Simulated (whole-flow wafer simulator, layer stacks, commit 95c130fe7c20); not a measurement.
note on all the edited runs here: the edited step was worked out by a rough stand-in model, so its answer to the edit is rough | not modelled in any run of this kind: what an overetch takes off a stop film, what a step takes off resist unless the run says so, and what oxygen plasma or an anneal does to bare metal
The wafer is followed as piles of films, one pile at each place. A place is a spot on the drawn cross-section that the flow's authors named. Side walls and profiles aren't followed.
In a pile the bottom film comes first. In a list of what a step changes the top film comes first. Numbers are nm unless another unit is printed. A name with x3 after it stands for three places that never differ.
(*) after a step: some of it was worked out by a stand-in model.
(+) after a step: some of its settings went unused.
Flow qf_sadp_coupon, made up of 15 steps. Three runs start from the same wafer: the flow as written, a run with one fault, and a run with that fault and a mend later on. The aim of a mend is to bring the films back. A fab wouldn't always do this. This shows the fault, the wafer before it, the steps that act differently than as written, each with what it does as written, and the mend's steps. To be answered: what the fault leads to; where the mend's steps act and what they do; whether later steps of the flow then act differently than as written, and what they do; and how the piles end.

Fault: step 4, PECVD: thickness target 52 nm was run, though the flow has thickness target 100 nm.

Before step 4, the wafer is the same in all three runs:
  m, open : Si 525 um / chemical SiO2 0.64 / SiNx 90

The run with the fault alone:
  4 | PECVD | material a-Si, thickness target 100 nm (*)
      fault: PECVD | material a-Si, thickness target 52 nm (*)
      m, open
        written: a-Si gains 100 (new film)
        fault: a-Si gains 52 (new film)
  Steps further on in the flow that do not act as written:
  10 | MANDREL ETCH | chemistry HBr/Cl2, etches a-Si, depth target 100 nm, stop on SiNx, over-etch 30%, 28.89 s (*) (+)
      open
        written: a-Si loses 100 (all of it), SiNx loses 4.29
        fault: a-Si loses 52 (all of it), SiNx loses 11.1
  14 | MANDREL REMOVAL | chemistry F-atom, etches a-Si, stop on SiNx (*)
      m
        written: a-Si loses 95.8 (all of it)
        fault: a-Si loses 47.8 (all of it)
  At open, the piles at the end differ from the flow's by more than 2% or 0.5 nm, whichever is larger.
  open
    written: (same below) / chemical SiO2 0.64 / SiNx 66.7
    fault: (same below) / chemical SiO2 0.64 / SiNx 59.8

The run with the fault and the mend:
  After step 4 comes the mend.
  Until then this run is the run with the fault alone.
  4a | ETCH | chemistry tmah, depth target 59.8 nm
      m, open
        a-Si loses 52 (all of it)
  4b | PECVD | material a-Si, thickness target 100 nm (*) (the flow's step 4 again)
      m, open
        a-Si gains 100 (new film)
  Later steps of the flow that are run all act as written at every place that is followed.
  By the end, the piles equal the flow's at every place that both follow.
